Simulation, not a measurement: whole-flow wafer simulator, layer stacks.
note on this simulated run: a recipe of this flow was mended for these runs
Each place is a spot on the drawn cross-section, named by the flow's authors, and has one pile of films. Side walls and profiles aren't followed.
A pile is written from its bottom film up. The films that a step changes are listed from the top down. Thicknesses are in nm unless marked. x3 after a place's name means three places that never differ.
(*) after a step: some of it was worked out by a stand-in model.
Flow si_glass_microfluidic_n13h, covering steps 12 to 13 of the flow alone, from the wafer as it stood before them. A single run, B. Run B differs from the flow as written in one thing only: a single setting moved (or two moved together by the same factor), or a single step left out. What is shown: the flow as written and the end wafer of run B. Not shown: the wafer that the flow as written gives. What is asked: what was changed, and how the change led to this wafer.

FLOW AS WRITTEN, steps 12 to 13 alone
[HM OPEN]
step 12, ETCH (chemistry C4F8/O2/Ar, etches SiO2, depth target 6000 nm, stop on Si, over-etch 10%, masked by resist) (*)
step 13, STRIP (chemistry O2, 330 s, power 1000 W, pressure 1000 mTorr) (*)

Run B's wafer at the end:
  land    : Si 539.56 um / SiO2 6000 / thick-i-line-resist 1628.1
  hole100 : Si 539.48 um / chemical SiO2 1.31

The reason: step 13, STRIP: 136 s was run, whereas the flow has 330 s.

Step by step, how the change led to this:
  step 13, STRIP (chemistry O2, 330 s, power 1000 W, pressure 1000 mTorr) (*)
      land: thick-i-line-resist loses 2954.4 (in the flow as written it would be: thick-i-line-resist loses 4582.5 (all of it))
